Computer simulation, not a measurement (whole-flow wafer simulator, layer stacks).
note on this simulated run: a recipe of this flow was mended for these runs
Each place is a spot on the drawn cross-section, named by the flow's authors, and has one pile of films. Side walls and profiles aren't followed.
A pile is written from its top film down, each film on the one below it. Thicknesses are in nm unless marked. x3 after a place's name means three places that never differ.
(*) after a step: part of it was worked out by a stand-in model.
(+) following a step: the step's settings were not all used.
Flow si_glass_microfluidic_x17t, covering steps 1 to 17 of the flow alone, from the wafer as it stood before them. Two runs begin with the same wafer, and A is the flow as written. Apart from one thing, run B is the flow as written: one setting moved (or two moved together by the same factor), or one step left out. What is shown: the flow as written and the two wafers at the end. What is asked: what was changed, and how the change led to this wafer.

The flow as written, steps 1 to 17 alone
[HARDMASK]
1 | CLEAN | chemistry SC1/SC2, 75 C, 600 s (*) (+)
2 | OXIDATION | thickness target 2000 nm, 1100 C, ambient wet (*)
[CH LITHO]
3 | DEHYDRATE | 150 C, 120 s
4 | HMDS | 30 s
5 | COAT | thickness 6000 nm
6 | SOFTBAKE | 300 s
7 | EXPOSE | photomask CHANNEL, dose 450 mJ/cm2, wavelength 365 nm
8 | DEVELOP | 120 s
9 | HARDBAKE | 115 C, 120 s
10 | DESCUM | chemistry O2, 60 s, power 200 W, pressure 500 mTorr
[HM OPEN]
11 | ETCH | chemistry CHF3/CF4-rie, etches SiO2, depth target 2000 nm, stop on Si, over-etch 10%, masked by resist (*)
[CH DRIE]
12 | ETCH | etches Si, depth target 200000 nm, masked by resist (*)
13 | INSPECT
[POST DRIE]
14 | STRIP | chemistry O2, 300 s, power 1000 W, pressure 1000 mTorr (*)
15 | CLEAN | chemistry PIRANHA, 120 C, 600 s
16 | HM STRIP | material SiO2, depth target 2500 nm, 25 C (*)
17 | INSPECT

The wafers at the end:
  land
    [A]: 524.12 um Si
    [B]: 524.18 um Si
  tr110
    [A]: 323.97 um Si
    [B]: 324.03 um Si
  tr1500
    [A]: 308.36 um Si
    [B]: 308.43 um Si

The reason: step 2, OXIDATION: thickness target 1856 nm was run, though the flow has thickness target 2000 nm.

The path from the change to this, step by step:
  2 | OXIDATION | thickness target 2000 nm, 1100 C, ambient wet (*)
      land, tr110, tr1500, tr15: A +2000 SiO2 (new film), -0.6 chemical SiO2 (all of it), -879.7 Si | B +1856 SiO2 (new film), -0.6 chemical SiO2 (all of it), -816.4 Si
  11 | ETCH | chemistry CHF3/CF4-rie, etches SiO2, depth target 2000 nm, stop on Si, over-etch 10%, masked by resist (*)
      tr110, tr1500, tr15: A -2000 SiO2 (all of it), -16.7 Si | B -1856 SiO2 (all of it), -28.7 Si
      land: A -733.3 thick-i-line-resist | B -680.5 thick-i-line-resist
  12 | ETCH | etches Si, depth target 200000 nm, masked by resist (*)
      tr1500: A -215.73 um Si | B -215.72 um Si
      tr15: A -149.99 um Si | B -150.02 um Si
  14 | STRIP | chemistry O2, 300 s, power 1000 W, pressure 1000 mTorr (*)
      land: A -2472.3 thick-i-line-resist (all of it) | B -2525.3 thick-i-line-resist (all of it)
  16 | HM STRIP | material SiO2, depth target 2500 nm, 25 C (*)
      land: A -2000 SiO2 (all of it) | B -1856 SiO2 (all of it)
